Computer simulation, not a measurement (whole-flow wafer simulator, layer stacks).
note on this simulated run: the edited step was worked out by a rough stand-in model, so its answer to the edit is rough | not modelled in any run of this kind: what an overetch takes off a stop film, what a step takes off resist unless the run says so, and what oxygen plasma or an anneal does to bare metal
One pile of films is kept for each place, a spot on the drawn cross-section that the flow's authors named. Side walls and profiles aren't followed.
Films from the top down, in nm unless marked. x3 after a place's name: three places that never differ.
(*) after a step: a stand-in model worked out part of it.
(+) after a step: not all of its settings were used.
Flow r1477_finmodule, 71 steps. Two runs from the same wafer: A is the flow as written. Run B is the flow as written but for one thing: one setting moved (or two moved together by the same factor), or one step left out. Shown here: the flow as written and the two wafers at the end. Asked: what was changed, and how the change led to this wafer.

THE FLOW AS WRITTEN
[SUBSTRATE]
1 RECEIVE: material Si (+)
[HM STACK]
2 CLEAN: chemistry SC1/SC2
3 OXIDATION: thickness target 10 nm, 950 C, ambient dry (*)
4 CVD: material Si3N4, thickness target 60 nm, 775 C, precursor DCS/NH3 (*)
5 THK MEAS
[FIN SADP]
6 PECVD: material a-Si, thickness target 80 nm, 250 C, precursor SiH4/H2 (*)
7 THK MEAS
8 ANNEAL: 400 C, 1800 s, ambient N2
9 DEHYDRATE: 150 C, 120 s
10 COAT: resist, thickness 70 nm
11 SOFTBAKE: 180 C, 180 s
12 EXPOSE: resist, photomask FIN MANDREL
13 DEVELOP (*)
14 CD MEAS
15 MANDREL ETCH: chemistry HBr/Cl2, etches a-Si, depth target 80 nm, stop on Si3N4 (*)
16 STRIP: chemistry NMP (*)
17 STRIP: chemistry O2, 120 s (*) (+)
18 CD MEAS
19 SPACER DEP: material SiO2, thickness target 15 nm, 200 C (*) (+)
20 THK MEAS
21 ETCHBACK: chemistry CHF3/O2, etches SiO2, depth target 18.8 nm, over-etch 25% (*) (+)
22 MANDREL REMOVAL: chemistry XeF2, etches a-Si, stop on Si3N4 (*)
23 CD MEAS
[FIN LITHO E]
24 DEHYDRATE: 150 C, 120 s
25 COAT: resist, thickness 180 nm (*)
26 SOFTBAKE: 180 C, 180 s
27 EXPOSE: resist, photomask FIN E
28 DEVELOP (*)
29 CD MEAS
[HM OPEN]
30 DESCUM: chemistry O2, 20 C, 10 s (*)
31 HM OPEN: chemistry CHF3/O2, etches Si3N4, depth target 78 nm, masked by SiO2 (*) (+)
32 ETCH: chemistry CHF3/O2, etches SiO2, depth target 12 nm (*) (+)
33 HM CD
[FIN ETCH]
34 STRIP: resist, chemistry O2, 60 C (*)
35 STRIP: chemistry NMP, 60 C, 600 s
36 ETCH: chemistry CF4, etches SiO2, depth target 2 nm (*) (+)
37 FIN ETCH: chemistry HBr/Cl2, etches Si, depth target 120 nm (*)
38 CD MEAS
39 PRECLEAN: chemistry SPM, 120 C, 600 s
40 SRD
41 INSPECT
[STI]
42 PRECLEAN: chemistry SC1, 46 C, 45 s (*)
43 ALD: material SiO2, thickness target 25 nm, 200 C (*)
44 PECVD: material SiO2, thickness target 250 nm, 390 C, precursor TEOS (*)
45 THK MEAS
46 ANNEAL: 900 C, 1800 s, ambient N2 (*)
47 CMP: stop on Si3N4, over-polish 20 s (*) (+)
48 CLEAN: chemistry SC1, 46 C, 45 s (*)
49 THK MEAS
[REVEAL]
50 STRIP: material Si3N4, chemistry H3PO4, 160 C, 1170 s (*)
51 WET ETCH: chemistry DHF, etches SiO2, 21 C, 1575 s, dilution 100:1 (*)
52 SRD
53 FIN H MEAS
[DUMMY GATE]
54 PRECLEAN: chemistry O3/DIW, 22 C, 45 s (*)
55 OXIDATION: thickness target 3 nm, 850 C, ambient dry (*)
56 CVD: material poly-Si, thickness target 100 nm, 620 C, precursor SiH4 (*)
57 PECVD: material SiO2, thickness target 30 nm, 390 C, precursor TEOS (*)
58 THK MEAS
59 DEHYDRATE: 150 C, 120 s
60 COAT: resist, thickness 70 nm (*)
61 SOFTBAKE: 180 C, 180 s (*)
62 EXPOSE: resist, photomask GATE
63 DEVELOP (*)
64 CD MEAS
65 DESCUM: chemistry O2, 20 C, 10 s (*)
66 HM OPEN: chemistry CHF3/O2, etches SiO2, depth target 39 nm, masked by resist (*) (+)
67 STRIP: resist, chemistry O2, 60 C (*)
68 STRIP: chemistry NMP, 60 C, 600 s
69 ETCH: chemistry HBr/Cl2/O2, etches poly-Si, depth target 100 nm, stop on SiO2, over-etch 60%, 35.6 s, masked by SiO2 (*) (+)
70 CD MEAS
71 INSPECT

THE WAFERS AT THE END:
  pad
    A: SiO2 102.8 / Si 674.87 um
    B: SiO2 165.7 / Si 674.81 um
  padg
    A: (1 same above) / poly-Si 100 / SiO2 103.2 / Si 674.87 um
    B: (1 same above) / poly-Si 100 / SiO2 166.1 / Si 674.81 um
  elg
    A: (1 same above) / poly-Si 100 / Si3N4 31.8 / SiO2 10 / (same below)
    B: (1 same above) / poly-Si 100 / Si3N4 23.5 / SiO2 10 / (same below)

The cause: step 37, FIN ETCH: depth target 183 nm was run, where the flow has depth target 120 nm.

How the change led to this, step by step:
  37 FIN ETCH: chemistry HBr/Cl2, etches Si, depth target 120 nm (*)
      pad, padg, esg and 19 more: A Si -120 | B Si -183
      elg, e40lg, e100lg, e200lg, elo, e40lo, e100lo, e200lo: A Si3N4 -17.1 | B Si3N4 -26.1
      (and at 6 more places)
  43 ALD: material SiO2, thickness target 25 nm, 200 C (*)
      s40cg, s45cg, s50cg, s40co, s45co, s50co: A SiO2 +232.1 (new film) | B SiO2 +290.3 (new film)
      esg: A SiO2 +194.3 (new film) | B SiO2 +248.3 (new film)
  47 CMP: stop on Si3N4, over-polish 20 s (*) (+)
      pad, padg, e40sg and 11 more: A SiO2 -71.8 | B SiO2 -8.76
      elg, esg, e40lg and 6 more: A SiO2 -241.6 | B SiO2 -232.6
      (and at 1 more place)
  51 WET ETCH: chemistry DHF, etches SiO2, 21 C, 1575 s, dilution 100:1 (*)
      elg, e40lg, e100lg, e200lg, elo, e40lo, e100lo, e200lo: A SiO2 -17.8 (all of it), Si3N4 -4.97 | B SiO2 -26.8 (all of it), Si3N4 -4.25
  56 CVD: material poly-Si, thickness target 100 nm, 620 C, precursor SiH4 (*)
      esg: A poly-Si +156 (new film) | B poly-Si +147.9 (new film)
  60 COAT: resist, thickness 70 nm (*)
      e40sg, eso, e40so: A resist +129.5 (new film) | B resist +121.7 (new film)
      e100sg, e100so: A resist +129.4 (new film) | B resist +121.6 (new film)
      (and at 2 more places)
  63 DEVELOP (*)
      eso, e40so: A resist -129.5 (all of it) | B resist -121.7 (all of it)
      e100so: A resist -129.4 (all of it) | B resist -121.6 (all of it)
      (and at 1 more place)
  67 STRIP: resist, chemistry O2, 60 C (*)
      e40sg: A resist -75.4 (all of it) | B resist -67.6 (all of it)
      e100sg: A resist -75.3 (all of it) | B resist -67.5 (all of it)
      (and at 1 more place)
